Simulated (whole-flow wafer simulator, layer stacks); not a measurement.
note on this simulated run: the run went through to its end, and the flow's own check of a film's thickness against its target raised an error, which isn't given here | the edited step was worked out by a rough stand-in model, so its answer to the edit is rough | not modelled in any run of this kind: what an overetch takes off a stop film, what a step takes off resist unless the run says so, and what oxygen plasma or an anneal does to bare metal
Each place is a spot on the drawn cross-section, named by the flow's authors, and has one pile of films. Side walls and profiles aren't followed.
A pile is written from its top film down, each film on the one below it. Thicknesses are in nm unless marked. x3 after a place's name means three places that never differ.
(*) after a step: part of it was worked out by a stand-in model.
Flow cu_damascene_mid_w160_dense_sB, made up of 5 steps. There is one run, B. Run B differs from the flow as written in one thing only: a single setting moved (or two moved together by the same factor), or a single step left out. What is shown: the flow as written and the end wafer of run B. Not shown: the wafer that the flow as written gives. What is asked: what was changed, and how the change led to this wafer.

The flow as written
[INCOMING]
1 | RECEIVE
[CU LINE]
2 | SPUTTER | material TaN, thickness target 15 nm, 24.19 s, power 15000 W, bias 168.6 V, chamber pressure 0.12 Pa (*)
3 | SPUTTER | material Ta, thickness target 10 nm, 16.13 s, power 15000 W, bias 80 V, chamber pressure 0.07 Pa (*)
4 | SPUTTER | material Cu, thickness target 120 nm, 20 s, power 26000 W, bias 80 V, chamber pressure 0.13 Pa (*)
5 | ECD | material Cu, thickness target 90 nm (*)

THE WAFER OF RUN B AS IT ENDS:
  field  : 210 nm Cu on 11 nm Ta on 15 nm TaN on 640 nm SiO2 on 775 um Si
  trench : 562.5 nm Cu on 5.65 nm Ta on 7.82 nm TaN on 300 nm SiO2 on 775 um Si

The reason: step 3, SPUTTER: thickness target 11 nm was run, whereas the flow has thickness target 10 nm; step 3, SPUTTER: 17.74 s was run, where the flow has 16.13 s.
The wafer lets one read it off: field has Ta 11, and step 3 as written asks for 10 nm.

Step by step, how the change led to this:
  3 | SPUTTER | material Ta, thickness target 10 nm, 16.13 s, power 15000 W, bias 80 V, chamber pressure 0.07 Pa (*)
      field: +11 Ta (new film) (in the flow as written it would be: +10 Ta (new film))
      trench: +5.65 Ta (new film) (in the flow as written it would be: +5.14 Ta (new film))
